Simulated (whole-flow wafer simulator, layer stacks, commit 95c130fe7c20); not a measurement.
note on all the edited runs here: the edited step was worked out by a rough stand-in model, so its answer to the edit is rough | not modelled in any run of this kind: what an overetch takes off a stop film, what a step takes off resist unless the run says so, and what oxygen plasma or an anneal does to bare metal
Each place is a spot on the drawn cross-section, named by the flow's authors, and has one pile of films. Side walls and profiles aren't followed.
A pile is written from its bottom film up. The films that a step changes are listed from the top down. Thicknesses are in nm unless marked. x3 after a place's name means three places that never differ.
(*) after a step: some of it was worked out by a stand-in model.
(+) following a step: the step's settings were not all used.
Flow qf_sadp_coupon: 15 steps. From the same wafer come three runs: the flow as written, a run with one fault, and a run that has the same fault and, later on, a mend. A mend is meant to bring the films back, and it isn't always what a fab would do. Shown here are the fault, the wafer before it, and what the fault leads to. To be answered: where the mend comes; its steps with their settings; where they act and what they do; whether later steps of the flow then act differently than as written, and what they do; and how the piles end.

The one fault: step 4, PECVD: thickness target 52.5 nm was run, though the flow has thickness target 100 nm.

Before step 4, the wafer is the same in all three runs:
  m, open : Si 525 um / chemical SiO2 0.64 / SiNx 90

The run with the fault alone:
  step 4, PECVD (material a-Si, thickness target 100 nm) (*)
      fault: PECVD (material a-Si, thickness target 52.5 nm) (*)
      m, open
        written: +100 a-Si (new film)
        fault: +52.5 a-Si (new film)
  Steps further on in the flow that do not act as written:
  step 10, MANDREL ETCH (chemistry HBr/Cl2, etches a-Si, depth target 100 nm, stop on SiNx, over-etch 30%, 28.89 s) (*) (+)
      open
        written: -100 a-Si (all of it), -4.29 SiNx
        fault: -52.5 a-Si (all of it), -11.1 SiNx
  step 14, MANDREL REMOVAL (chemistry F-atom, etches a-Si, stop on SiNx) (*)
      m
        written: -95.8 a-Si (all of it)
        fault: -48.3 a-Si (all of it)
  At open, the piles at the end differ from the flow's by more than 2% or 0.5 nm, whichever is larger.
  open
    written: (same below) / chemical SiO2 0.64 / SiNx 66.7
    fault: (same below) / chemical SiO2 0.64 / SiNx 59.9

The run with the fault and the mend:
  The mend follows step 4.
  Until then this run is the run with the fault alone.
  step 4a, PECVD (material a-Si, thickness target 47.5 nm) (*) (the flow's step 4 again, with other settings)
      m, open
        +47.5 a-Si
  None of the later steps of the flow acts differently than as written at any place that is followed.
  By the end, the piles equal the flow's at every place that both follow.
